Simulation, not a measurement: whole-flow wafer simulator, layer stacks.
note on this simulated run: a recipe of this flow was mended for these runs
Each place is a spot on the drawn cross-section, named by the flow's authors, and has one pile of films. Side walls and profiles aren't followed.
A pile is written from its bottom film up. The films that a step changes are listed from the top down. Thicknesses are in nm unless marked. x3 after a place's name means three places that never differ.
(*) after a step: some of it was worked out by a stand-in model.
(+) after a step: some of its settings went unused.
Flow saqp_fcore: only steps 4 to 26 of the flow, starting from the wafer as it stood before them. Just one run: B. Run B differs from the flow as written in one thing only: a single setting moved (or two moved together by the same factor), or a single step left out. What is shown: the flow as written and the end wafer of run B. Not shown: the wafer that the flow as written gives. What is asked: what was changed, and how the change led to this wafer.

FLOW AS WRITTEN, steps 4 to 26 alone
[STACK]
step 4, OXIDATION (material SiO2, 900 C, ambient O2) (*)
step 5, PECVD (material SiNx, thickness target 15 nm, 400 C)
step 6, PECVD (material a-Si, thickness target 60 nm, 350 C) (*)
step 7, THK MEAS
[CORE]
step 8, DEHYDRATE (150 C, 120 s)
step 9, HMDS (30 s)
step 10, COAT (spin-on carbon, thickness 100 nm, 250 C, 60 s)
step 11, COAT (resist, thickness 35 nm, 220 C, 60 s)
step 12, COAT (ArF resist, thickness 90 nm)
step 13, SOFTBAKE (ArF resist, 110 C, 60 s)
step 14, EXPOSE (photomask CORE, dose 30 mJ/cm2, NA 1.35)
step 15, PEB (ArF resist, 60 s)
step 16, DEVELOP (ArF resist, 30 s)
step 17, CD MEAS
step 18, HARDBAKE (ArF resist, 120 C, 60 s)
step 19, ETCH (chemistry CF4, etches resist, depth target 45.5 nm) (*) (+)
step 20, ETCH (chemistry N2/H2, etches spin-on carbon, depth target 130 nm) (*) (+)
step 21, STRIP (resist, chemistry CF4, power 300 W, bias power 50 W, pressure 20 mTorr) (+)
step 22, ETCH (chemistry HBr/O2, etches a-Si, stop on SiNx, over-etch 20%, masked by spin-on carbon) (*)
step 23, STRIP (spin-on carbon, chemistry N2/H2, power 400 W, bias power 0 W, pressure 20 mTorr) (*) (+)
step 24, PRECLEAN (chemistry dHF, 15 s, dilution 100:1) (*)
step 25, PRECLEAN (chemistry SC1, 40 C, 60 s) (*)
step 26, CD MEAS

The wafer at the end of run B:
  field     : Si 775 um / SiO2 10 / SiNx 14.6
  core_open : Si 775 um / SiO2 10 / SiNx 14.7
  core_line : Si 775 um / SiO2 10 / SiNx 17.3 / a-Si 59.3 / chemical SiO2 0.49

What caused this: step 5, PECVD: thickness target 17.3 nm was run, while the flow as written has thickness target 15 nm.
The wafer lets one read it off: core_line has SiNx 17.3, and step 5 as written asks for 15 nm.

The path from the change to this, step by step:
  step 5, PECVD (material SiNx, thickness target 15 nm, 400 C)
      field, core_open, core_line: +17.3 SiNx (new film) (as written it would have been: +15 SiNx (new film))
